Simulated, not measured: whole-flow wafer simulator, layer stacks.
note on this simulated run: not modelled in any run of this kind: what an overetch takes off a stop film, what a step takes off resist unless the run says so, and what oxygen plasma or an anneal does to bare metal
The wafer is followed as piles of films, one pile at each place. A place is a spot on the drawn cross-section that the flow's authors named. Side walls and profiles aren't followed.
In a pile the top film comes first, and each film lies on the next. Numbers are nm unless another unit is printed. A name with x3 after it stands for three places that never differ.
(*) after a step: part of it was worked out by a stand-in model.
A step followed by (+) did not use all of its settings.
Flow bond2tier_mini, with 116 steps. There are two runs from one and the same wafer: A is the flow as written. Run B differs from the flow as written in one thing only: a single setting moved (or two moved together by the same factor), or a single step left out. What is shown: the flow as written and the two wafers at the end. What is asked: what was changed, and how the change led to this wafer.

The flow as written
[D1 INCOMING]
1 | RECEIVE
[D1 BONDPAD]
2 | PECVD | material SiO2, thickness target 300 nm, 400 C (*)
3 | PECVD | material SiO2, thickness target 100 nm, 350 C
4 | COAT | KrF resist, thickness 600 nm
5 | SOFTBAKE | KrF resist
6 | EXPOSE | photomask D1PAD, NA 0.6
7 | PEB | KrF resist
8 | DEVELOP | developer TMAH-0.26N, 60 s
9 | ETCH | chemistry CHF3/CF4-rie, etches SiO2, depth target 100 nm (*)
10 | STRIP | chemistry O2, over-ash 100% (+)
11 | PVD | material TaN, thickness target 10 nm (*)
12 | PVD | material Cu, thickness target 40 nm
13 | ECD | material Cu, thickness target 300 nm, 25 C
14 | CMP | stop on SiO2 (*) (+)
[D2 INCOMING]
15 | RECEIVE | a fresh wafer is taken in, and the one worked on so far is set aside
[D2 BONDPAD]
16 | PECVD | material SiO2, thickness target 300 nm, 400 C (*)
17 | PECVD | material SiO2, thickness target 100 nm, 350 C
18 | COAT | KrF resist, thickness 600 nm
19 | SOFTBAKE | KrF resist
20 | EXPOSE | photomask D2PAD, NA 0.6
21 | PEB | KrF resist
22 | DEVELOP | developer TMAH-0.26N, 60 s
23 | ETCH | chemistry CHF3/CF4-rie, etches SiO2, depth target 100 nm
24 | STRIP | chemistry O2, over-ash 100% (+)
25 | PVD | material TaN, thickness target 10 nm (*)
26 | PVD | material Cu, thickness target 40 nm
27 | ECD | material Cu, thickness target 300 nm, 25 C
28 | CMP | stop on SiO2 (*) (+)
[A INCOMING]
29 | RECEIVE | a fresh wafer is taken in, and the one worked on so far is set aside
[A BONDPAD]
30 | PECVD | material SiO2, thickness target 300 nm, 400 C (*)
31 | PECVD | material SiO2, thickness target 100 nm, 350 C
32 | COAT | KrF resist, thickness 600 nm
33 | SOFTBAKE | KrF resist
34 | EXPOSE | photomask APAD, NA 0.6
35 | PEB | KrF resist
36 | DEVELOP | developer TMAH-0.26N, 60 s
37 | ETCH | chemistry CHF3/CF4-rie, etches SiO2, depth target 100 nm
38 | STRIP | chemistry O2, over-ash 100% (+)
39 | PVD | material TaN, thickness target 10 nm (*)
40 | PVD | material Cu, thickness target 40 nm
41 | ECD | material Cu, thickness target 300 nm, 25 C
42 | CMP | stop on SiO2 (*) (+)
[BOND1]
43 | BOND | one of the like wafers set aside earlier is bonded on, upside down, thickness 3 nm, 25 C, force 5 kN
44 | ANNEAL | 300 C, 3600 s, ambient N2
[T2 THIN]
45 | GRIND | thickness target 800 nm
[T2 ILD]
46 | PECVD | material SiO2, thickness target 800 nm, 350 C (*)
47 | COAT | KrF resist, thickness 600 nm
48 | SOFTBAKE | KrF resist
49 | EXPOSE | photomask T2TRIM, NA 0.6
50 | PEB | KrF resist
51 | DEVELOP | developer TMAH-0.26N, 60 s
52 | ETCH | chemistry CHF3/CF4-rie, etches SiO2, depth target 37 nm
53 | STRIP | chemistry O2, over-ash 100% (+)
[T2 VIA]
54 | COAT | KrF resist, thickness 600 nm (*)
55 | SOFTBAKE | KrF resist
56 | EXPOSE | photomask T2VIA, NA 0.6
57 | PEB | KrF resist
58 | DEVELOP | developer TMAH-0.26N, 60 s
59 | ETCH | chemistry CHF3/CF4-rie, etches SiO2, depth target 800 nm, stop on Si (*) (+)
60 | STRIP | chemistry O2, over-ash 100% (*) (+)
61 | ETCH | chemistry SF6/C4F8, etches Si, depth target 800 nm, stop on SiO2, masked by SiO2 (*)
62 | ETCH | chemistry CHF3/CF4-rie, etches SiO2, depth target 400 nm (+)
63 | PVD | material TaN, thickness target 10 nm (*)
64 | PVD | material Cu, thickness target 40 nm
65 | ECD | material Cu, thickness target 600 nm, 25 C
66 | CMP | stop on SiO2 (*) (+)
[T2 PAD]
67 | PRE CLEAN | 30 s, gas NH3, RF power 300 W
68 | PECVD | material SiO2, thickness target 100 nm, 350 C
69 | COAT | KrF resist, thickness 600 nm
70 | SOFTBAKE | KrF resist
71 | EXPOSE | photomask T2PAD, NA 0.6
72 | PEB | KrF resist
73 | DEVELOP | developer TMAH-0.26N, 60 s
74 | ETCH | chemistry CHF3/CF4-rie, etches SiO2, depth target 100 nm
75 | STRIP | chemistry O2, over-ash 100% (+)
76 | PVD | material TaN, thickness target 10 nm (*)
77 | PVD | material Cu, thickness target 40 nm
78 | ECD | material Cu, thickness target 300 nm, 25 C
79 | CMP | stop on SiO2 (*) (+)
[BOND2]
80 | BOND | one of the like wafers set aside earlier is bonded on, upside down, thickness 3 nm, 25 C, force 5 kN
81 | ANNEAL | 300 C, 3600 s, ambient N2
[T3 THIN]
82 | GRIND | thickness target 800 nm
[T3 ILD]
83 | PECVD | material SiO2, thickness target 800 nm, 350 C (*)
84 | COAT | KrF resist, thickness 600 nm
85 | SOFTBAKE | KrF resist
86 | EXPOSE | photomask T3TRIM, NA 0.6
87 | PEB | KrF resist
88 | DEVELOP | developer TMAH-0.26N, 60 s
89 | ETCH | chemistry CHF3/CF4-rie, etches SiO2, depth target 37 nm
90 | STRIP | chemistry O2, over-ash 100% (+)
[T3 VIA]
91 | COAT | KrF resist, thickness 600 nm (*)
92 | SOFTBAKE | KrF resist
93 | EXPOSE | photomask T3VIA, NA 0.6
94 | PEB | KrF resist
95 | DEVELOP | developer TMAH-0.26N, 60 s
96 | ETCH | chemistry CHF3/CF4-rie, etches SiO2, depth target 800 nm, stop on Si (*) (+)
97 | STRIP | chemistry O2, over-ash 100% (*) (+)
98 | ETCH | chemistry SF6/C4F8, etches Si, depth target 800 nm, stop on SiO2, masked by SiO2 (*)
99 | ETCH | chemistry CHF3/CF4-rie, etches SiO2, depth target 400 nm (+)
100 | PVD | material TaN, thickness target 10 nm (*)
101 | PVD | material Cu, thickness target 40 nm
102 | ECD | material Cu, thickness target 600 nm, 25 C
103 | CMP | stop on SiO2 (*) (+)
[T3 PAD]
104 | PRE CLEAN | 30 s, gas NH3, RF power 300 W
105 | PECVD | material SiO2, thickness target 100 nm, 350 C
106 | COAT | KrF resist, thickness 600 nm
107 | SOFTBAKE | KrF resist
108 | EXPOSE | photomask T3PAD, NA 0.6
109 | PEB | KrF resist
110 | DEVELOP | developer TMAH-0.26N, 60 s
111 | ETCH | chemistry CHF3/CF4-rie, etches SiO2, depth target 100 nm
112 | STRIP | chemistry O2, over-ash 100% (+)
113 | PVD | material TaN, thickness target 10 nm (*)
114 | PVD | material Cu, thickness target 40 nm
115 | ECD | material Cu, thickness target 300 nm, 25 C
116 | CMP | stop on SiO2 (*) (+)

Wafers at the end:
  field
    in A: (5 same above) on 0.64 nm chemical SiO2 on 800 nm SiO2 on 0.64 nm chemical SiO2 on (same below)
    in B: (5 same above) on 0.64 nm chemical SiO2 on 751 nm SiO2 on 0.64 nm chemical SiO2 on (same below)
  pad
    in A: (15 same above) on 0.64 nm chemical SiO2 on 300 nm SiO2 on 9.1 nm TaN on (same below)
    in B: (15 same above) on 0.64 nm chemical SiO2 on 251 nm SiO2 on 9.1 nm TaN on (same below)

The reason: step 3, PECVD: thickness target 51 nm was run, while the flow as written has thickness target 100 nm.

How this came from the change, step by step:
  3 | PECVD | material SiO2, thickness target 100 nm, 350 C
      field, pad, via: A +100 SiO2 | B +51 SiO2
  43 | BOND | one of the like wafers set aside earlier is bonded on, upside down, thickness 3 nm, 25 C, force 5 kN
      field: A +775 um Si (new film), +0.64 chemical SiO2 (new film), +400 SiO2 | B +775 um Si (new film), +0.64 chemical SiO2 (new film), +351 SiO2
      pad: A +775 um Si (new film), +0.64 chemical SiO2 (new film), +300 SiO2 (new film), +9.1 TaN (new film), +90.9 Cu | B +775 um Si (new film), +0.64 chemical SiO2 (new film), +251 SiO2 (new film), +9.1 TaN (new film), +90.9 Cu
      (as well as at 1 more place)
